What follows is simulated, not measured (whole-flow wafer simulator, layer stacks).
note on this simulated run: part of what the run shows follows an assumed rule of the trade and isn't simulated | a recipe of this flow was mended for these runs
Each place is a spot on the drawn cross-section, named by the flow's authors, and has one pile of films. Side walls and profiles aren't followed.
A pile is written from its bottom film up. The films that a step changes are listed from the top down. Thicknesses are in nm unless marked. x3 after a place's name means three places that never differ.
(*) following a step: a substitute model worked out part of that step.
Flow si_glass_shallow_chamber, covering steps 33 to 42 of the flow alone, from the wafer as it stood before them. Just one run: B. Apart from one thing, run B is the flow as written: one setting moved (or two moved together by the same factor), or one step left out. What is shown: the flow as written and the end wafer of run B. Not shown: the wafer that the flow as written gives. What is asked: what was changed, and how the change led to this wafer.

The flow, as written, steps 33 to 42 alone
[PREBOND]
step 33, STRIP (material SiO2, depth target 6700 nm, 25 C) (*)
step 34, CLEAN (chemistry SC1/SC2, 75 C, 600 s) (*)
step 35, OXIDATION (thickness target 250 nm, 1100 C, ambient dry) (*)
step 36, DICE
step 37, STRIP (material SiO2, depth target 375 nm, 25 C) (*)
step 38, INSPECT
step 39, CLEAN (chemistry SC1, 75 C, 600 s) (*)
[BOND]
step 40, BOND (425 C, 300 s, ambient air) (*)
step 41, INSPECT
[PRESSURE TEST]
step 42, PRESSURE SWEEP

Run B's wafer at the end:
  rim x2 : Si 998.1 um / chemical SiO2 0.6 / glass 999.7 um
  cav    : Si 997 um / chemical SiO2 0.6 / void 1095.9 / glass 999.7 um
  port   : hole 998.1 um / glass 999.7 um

Cause: step 35, OXIDATION: thickness target 175 nm was run, though the flow has thickness target 250 nm.

Step by step, how the change led to this:
  step 35, OXIDATION (thickness target 250 nm, 1100 C, ambient dry) (*)
      rim x2, cav, septum, ring: SiO2 gains 175 (new film), chemical SiO2 loses 0.6 (all of it), Si loses 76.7 (in the flow as written it would be: SiO2 gains 250 (new film), chemical SiO2 loses 0.6 (all of it), Si loses 109.7)
  step 37, STRIP (material SiO2, depth target 375 nm, 25 C) (*)
      rim x2, cav, septum, ring: SiO2 loses 175 (all of it) (in the flow as written it would be: SiO2 loses 250 (all of it))
  step 40, BOND (425 C, 300 s, ambient air) (*)
      port: glass gains 999.7 um (new film), hole gains 1050.3 (in the flow as written it would be: glass gains 999.7 um (new film), hole gains 1017.3)
